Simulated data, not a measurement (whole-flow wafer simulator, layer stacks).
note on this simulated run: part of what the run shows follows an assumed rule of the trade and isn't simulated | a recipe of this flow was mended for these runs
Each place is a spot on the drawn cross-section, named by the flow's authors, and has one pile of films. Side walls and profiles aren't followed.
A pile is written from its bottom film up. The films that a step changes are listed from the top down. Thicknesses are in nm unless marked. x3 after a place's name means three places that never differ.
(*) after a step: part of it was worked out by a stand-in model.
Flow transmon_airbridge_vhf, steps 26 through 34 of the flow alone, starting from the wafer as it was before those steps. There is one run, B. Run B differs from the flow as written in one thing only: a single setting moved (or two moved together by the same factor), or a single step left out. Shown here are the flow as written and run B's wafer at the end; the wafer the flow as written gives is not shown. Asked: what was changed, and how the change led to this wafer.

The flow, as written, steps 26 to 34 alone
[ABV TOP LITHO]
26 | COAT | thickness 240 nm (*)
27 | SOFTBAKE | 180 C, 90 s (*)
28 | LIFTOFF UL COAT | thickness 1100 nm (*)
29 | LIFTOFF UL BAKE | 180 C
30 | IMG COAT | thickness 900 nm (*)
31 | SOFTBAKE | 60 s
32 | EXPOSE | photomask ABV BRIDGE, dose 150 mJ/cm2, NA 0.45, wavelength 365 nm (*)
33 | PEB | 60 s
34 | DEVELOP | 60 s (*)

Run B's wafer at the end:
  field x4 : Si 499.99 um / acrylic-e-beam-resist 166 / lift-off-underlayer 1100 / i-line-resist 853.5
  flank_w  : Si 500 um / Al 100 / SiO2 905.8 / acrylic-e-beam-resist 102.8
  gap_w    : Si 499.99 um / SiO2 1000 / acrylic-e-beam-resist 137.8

Cause: step 26, COAT: thickness 166 nm was run, while the flow as written has thickness 240 nm.
The wafer itself shows it: field x4 has acrylic-e-beam-resist 166, and step 26 as written asks for 240 nm.

Step by step, how the change led to this:
  26 | COAT | thickness 240 nm (*)
      field x4, trace_open_s x2: acrylic-e-beam-resist gains 166 (new film) (in the flow as written it would be: acrylic-e-beam-resist gains 240 (new film))
      flank_w, flank_e: acrylic-e-beam-resist gains 102.8 (new film) (in the flow as written it would be: acrylic-e-beam-resist gains 155.2 (new film))
      (as well as at 9 more places)
